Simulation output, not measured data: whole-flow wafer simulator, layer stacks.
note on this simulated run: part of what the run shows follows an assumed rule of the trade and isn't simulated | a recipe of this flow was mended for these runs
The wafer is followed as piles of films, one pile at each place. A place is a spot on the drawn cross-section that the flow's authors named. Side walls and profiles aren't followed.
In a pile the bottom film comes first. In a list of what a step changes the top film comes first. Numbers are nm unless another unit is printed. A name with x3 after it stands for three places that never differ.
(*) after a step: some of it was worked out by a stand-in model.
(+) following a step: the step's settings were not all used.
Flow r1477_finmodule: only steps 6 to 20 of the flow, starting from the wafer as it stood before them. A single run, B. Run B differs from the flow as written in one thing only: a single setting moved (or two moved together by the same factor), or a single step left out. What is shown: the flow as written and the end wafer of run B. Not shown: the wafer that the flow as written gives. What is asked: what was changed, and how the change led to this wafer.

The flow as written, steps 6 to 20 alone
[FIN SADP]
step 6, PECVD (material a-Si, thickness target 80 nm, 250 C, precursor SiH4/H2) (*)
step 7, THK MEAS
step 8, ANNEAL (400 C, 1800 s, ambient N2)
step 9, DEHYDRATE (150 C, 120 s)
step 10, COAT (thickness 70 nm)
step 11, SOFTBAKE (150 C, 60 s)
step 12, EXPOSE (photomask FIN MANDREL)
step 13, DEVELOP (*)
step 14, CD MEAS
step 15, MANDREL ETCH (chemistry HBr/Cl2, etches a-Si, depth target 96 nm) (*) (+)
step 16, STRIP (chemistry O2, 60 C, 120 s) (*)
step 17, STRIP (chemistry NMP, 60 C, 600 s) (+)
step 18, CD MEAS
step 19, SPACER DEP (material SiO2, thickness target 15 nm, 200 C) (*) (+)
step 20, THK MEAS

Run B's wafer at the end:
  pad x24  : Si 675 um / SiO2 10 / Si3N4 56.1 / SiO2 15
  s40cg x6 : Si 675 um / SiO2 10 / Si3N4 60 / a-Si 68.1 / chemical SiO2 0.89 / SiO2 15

Cause: step 6, PECVD: thickness target 68.5 nm was run, whereas the flow has thickness target 80 nm.

How this came from the change, step by step:
  step 6, PECVD (material a-Si, thickness target 80 nm, 250 C, precursor SiH4/H2) (*)
      pad x24, s40cg x6, s40sg_line x6: +68.5 a-Si (new film) (in the flow as written it would be: +80 a-Si (new film))
  step 15, MANDREL ETCH (chemistry HBr/Cl2, etches a-Si, depth target 96 nm) (*) (+)
      pad x24, s40sg_line x6: -68.5 a-Si (all of it), -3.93 Si3N4 (in the flow as written it would be: -80 a-Si (all of it), -2.29 Si3N4)
